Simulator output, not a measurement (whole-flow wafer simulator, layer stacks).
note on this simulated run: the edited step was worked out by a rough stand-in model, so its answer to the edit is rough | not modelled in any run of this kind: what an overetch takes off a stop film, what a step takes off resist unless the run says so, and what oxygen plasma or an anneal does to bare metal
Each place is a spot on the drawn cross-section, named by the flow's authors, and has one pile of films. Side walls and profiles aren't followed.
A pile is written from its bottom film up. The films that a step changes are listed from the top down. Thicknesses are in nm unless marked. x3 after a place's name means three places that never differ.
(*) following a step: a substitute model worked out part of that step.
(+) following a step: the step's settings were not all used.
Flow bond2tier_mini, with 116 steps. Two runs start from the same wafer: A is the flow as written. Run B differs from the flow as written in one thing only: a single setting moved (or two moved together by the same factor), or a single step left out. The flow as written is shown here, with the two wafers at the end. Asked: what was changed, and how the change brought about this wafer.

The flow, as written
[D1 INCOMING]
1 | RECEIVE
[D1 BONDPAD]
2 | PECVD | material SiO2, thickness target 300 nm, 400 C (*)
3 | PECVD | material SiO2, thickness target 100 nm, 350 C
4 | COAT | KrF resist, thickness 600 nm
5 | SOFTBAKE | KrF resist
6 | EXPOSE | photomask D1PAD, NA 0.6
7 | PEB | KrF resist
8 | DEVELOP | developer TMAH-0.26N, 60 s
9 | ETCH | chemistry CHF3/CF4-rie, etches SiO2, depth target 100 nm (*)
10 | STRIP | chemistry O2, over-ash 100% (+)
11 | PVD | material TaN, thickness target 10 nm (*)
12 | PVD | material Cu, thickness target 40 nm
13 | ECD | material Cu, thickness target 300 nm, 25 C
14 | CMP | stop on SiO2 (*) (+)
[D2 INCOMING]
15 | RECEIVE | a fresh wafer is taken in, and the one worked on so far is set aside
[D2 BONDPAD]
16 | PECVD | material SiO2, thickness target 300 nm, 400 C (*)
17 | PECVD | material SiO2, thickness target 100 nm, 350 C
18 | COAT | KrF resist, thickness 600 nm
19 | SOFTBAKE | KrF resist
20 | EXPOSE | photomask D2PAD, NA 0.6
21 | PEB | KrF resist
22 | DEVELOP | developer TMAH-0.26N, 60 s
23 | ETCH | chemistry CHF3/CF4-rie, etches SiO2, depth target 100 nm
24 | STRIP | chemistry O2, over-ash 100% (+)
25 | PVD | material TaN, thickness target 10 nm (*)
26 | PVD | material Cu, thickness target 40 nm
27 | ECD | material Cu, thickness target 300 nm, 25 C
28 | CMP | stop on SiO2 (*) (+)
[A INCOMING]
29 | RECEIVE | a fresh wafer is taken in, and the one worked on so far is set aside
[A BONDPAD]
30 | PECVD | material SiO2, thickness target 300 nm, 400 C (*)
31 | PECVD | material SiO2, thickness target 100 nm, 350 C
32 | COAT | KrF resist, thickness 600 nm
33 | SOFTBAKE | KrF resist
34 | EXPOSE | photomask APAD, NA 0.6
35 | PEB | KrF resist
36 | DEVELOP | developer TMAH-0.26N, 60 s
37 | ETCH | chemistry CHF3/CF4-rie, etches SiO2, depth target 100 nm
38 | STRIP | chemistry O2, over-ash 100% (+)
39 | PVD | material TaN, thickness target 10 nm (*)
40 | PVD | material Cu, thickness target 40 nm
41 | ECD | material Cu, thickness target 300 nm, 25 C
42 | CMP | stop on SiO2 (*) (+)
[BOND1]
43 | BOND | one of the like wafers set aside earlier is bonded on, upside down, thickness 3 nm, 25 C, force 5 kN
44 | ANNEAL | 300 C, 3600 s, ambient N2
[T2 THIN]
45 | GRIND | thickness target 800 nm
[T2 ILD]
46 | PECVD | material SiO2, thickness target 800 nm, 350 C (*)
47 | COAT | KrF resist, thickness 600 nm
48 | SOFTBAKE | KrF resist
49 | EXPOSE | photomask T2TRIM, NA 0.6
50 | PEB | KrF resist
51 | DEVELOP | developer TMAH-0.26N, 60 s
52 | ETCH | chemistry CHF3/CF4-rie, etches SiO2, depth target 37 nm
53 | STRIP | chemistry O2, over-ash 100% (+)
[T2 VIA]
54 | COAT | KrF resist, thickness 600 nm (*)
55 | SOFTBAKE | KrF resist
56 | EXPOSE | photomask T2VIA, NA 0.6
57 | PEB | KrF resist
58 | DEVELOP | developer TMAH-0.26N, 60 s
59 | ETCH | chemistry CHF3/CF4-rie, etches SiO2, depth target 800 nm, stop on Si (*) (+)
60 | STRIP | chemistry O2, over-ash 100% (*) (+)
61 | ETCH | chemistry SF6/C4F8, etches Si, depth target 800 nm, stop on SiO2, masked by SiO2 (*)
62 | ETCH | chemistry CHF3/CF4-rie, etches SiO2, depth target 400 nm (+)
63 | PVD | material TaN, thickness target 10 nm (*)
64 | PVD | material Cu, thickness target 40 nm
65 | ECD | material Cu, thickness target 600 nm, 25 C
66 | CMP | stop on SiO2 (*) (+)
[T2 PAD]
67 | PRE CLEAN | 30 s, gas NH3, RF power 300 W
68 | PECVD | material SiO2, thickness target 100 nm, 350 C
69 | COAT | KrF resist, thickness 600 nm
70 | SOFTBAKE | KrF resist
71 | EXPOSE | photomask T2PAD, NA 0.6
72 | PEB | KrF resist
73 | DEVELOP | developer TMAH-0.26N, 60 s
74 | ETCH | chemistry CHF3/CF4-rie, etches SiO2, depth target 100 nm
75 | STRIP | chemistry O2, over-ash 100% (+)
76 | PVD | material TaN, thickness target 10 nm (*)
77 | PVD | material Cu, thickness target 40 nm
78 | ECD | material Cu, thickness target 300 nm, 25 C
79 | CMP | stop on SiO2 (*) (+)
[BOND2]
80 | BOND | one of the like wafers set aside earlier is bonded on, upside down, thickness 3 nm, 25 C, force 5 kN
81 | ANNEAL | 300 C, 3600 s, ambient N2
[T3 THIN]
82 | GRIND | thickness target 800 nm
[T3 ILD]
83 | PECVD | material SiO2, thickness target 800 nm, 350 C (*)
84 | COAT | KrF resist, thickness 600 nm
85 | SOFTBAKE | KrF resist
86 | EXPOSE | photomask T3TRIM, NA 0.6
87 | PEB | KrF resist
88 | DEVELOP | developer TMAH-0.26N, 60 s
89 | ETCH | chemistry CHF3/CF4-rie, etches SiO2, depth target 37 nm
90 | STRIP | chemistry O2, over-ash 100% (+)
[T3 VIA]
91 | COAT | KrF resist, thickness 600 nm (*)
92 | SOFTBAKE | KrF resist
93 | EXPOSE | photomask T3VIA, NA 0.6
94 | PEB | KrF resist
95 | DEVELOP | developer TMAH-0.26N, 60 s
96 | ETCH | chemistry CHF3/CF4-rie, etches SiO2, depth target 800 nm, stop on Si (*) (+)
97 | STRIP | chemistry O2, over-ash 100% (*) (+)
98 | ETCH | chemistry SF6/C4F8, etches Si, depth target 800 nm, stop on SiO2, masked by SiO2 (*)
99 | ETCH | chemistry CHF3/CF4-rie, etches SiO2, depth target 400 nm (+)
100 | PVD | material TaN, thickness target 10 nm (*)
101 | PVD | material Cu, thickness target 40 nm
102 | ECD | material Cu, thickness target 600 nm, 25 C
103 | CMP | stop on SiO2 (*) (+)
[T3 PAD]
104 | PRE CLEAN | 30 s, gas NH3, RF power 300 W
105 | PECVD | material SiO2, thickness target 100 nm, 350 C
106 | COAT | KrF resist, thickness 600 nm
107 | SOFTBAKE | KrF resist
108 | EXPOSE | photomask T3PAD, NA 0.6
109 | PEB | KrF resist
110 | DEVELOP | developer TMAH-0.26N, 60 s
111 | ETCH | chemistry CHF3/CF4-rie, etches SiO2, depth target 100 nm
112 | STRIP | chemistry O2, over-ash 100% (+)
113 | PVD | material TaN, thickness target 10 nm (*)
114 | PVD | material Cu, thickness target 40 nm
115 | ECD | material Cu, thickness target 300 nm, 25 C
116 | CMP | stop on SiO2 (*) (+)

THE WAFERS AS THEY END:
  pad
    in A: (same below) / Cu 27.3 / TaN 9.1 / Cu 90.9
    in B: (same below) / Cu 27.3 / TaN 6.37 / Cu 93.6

What caused this: step 113, PVD: thickness target 7 nm was run, though the flow has thickness target 10 nm.

Step by step, how the change led to this:
  113 | PVD | material TaN, thickness target 10 nm (*)
      field: A +10 TaN (new film) | B +7 TaN (new film)
      pad: A +9.1 TaN (new film) | B +6.37 TaN (new film)
  116 | CMP | stop on SiO2 (*) (+)
      field: A -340 Cu (all of it), -10 TaN (all of it) | B -340 Cu (all of it), -7 TaN (all of it)
